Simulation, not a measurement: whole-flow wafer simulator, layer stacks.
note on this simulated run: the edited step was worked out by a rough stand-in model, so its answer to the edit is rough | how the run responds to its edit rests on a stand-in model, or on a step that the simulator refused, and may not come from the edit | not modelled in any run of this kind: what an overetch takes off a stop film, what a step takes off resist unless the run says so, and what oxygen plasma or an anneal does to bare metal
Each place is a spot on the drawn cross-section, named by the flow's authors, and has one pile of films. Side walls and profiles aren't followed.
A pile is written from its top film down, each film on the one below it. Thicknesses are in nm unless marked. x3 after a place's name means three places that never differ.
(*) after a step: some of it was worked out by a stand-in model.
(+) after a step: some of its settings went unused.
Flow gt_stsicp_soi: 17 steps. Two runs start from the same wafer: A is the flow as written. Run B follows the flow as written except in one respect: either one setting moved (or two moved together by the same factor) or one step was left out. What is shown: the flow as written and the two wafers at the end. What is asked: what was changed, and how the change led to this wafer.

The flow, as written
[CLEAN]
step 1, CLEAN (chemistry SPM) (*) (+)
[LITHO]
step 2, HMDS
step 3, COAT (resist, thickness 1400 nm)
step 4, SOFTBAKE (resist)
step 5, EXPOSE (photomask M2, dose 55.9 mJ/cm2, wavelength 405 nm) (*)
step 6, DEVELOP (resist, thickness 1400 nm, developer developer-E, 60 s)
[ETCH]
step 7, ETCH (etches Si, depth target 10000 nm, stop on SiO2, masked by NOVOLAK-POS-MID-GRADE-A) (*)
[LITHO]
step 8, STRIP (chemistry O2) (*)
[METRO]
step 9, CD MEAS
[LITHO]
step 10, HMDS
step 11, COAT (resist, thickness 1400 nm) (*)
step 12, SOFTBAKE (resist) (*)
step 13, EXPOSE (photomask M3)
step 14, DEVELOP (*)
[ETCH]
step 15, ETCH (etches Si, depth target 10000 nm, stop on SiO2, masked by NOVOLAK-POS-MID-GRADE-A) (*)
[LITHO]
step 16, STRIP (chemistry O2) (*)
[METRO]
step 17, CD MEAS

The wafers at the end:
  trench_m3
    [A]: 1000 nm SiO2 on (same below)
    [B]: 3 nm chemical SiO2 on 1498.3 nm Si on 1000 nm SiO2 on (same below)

What caused this: step 15, ETCH: depth target 8500 nm was run, while the flow as written has depth target 10000 nm.

Step by step, how the change led to this:
  step 15, ETCH (etches Si, depth target 10000 nm, stop on SiO2, masked by NOVOLAK-POS-MID-GRADE-A) (*)
      trench_m3: A -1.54 chemical SiO2 (all of it), -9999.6 Si (all of it) | B -1.54 chemical SiO2 (all of it), -8500 Si
      field, trench_m2: A -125 resist | B -106.2 resist
  step 16, STRIP (chemistry O2) (*)
      trench_m3: A nothing | B +3 chemical SiO2 (new film), -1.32 Si
